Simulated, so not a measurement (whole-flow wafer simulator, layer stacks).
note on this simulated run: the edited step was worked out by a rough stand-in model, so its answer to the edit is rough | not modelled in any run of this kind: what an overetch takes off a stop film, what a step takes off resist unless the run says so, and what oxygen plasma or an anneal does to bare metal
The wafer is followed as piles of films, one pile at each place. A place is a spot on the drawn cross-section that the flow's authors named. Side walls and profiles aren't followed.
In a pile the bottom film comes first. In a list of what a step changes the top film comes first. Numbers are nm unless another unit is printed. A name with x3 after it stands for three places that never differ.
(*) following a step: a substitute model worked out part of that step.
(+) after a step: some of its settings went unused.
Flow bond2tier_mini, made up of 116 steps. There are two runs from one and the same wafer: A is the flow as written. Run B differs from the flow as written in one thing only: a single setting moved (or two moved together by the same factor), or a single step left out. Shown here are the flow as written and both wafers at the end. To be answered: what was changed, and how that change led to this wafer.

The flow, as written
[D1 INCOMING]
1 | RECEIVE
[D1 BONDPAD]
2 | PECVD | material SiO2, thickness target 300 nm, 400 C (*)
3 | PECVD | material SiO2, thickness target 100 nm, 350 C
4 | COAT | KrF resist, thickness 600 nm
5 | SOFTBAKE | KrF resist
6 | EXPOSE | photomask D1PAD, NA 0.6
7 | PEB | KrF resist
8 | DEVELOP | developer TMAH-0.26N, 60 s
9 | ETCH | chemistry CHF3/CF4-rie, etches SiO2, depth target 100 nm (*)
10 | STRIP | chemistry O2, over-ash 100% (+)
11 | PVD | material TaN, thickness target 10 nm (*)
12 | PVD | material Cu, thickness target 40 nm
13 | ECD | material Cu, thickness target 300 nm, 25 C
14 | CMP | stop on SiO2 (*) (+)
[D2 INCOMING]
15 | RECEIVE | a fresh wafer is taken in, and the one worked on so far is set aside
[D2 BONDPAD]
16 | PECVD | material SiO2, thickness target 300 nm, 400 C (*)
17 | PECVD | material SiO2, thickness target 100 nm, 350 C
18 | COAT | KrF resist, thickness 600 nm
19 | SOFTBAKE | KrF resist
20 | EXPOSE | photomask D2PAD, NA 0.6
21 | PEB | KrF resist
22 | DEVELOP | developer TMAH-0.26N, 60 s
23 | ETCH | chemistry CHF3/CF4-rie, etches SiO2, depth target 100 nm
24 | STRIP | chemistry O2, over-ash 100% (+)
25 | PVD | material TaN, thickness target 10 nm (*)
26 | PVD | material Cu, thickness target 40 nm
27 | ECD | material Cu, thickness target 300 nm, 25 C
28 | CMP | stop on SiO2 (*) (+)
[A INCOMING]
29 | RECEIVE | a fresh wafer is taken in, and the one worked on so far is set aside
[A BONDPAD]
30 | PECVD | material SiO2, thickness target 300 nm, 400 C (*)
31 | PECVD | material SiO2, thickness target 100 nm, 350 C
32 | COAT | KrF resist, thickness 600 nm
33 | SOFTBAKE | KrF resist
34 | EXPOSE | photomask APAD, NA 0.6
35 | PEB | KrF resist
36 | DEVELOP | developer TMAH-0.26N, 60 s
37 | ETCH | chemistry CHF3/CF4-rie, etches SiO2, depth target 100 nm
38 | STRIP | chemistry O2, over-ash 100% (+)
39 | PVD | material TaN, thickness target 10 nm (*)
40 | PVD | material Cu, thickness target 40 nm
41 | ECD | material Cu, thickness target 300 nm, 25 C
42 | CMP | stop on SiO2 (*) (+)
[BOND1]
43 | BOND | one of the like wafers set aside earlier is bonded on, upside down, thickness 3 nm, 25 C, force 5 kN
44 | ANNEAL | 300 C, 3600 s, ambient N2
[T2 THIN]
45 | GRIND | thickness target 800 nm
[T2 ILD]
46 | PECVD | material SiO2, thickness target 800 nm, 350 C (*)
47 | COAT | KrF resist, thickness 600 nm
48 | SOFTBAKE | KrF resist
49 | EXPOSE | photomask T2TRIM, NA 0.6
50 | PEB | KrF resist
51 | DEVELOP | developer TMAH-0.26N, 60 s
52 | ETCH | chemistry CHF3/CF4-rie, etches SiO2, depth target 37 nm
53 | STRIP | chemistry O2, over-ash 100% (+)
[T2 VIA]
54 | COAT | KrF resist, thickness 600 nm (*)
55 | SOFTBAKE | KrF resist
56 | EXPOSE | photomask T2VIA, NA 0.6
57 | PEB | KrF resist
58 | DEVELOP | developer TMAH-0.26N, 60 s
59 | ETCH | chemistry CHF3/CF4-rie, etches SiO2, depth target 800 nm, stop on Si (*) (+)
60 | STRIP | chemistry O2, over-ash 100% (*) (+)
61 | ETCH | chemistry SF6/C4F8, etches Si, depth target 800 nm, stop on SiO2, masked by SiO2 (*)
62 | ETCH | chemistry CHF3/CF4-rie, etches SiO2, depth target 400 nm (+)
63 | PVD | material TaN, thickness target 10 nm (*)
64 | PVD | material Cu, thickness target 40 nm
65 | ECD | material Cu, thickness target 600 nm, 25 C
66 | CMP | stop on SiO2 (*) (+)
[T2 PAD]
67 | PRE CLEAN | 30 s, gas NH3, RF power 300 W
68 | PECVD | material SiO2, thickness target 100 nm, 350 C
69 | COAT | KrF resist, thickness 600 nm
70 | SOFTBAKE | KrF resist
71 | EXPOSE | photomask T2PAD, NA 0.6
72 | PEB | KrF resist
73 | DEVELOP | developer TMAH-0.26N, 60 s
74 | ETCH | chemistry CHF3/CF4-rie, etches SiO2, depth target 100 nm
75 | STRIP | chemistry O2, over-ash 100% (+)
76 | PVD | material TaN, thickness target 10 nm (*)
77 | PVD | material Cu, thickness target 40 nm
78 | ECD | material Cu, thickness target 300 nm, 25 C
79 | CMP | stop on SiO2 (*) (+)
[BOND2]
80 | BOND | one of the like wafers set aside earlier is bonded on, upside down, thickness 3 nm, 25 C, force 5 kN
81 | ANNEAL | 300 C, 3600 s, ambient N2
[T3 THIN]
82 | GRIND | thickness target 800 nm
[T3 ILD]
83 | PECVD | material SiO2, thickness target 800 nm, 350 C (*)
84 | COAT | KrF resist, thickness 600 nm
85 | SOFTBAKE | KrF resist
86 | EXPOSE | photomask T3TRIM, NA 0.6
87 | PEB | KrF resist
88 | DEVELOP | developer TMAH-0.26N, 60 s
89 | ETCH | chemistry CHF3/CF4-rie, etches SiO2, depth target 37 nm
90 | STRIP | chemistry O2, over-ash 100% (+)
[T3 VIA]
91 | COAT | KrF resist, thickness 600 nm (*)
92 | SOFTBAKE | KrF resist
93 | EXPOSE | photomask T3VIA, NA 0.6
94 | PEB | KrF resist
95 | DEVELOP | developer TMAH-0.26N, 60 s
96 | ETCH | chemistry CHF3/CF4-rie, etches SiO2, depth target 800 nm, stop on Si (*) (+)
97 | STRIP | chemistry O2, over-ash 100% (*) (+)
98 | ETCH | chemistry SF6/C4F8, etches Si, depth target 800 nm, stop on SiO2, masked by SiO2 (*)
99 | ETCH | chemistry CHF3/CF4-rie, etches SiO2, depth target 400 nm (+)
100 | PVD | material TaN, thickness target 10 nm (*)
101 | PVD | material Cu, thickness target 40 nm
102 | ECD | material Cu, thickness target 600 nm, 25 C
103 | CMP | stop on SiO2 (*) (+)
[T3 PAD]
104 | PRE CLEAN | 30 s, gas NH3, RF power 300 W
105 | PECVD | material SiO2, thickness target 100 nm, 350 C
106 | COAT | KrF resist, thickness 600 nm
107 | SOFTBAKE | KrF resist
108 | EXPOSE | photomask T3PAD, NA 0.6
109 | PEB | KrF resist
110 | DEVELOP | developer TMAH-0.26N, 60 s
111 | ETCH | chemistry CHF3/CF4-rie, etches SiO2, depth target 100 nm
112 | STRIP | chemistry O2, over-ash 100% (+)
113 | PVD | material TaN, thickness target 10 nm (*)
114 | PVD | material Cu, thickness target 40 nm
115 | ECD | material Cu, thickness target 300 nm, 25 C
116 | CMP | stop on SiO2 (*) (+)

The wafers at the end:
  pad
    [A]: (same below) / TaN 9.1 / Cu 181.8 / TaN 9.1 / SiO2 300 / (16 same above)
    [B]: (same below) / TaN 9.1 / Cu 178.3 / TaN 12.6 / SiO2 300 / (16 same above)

Cause: step 11, PVD: thickness target 13.8 nm was run, though the flow has thickness target 10 nm.

Step by step, how the change led to this:
  11 | PVD | material TaN, thickness target 10 nm (*)
      field: A +10 TaN (new film) | B +13.8 TaN (new film)
      pad: A +9.1 TaN (new film) | B +12.6 TaN (new film)
      (also at 1 further place)
  14 | CMP | stop on SiO2 (*) (+)
      field: A -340 Cu (all of it), -10 TaN (all of it) | B -340 Cu (all of it), -13.8 TaN (all of it)
  43 | BOND | one of the like wafers set aside earlier is bonded on, upside down, thickness 3 nm, 25 C, force 5 kN
      pad: A +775 um Si (new film), +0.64 chemical SiO2 (new film), +300 SiO2 (new film), +9.1 TaN (new film), +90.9 Cu | B +775 um Si (new film), +0.64 chemical SiO2 (new film), +300 SiO2 (new film), +12.6 TaN (new film), +87.4 Cu
      via: A +775 um Si (new film), +0.64 chemical SiO2 (new film), +300 SiO2 (new film), +9.97 TaN (new film), +90 Cu | B +775 um Si (new film), +0.64 chemical SiO2 (new film), +300 SiO2 (new film), +13.8 TaN (new film), +86.2 Cu
